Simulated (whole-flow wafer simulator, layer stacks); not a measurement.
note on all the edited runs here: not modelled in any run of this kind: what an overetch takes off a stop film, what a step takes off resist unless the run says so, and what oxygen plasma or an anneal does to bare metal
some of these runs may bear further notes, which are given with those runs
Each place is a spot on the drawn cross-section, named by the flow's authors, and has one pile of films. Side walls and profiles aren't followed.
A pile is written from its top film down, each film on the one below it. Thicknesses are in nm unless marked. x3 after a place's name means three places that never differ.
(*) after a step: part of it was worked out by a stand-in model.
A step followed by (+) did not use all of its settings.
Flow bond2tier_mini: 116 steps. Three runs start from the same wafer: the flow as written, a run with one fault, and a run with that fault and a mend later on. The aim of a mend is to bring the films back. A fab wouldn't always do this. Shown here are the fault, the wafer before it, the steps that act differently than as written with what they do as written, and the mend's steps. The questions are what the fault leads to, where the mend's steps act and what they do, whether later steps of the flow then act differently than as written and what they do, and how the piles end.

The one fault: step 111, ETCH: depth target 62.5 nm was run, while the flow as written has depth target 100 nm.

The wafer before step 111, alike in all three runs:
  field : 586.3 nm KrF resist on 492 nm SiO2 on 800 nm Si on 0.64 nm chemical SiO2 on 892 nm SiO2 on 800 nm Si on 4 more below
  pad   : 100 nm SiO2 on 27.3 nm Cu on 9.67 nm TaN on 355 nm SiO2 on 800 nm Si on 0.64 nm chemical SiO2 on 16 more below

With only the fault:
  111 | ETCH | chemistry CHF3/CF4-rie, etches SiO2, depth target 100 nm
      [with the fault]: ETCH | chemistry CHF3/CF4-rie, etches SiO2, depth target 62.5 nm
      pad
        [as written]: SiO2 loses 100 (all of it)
        [with the fault]: SiO2 loses 62.5
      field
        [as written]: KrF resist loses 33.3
        [with the fault]: KrF resist loses 20.8
  Steps later in the flow that act otherwise than as written (not shown: 1 more step that differs only slightly, by at most 2% or 0.5 nm, whichever is larger):
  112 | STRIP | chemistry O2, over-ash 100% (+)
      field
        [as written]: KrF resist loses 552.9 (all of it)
        [with the fault]: KrF resist loses 565.4 (all of it)
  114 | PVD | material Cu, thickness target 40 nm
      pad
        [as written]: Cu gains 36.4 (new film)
        [with the fault]: Cu gains 37.7 (new film)
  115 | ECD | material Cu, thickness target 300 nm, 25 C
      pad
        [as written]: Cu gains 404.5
        [with the fault]: Cu gains 365.3
  The piles end different from the flow's at pad by more than 2% or 0.5 nm, whichever is larger.
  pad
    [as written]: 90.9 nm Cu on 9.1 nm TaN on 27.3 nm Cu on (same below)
    [with the fault]: 53.1 nm Cu on 9.44 nm TaN on 37.5 nm SiO2 on 27.3 nm Cu on (same below)

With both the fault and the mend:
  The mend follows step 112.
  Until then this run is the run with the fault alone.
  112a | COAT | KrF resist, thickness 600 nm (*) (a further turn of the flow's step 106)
      field
        KrF resist gains 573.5 (new film)
      pad
        KrF resist gains 627.6 (new film)
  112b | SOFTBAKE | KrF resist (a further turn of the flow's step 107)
      leaves every film unchanged at each place that is followed
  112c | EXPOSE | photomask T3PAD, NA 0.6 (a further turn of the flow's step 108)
      leaves every film unchanged at each place that is followed
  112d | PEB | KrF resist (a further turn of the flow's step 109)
      leaves every film unchanged at each place that is followed
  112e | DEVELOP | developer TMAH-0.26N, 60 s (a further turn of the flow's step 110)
      field
        KrF resist loses 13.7
      pad
        KrF resist loses 627.6 (all of it)
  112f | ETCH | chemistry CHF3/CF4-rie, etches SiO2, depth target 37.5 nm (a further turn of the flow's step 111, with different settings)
      field
        KrF resist loses 12.5
      pad
        SiO2 loses 37.5 (all of it)
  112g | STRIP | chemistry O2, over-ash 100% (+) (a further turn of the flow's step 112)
      field
        KrF resist loses 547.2 (all of it)
  Every later step of the flow that is run acts as written at every place that is followed.
  The piles end the same as the flow's at every place that both follow.
